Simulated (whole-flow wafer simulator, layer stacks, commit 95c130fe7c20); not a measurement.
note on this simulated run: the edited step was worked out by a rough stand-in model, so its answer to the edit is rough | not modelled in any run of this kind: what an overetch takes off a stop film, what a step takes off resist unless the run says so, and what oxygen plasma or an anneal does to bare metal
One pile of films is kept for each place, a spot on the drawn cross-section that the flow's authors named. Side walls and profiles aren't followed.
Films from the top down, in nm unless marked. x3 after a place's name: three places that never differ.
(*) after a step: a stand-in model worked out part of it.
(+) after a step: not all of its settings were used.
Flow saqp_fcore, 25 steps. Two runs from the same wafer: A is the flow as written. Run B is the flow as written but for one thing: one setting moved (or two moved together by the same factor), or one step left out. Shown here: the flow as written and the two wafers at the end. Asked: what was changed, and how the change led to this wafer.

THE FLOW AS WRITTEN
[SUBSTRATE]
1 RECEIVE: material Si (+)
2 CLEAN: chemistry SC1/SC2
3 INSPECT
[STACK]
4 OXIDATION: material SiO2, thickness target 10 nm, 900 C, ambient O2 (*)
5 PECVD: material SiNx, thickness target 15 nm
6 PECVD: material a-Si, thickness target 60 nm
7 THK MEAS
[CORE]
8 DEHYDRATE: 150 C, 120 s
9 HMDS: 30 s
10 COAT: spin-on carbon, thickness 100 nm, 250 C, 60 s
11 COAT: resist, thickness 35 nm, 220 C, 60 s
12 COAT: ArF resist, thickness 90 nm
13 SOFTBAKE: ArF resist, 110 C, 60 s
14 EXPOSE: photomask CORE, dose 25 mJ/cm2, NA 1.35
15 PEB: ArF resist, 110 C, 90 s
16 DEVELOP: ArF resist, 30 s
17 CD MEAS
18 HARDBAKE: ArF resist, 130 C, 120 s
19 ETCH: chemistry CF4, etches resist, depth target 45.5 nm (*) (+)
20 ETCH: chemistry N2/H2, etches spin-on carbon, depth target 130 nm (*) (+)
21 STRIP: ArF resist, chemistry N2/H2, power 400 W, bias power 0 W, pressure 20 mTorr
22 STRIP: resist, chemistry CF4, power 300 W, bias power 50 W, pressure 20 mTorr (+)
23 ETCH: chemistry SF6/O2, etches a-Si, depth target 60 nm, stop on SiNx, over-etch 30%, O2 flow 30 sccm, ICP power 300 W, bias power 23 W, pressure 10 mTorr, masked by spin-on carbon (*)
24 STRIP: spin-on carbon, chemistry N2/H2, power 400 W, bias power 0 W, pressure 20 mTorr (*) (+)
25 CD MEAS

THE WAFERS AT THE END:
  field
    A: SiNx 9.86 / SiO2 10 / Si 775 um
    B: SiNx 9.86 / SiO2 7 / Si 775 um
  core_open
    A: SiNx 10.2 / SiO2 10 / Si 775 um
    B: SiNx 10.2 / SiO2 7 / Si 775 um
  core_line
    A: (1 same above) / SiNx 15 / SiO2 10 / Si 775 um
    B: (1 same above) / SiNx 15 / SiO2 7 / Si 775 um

The cause: step 4, OXIDATION: thickness target 7 nm was run, where the flow has thickness target 10 nm.
It can be read off the wafer: field has SiO2 7, and step 4 as written asks for 10 nm.

How the change led to this, step by step:
  4 OXIDATION: material SiO2, thickness target 10 nm, 900 C, ambient O2 (*)
      field, core_open, core_line: A SiO2 +10 (new film), chemical SiO2 -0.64 (all of it), Si -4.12 | B SiO2 +7 (new film), chemical SiO2 -0.64 (all of it), Si -2.8
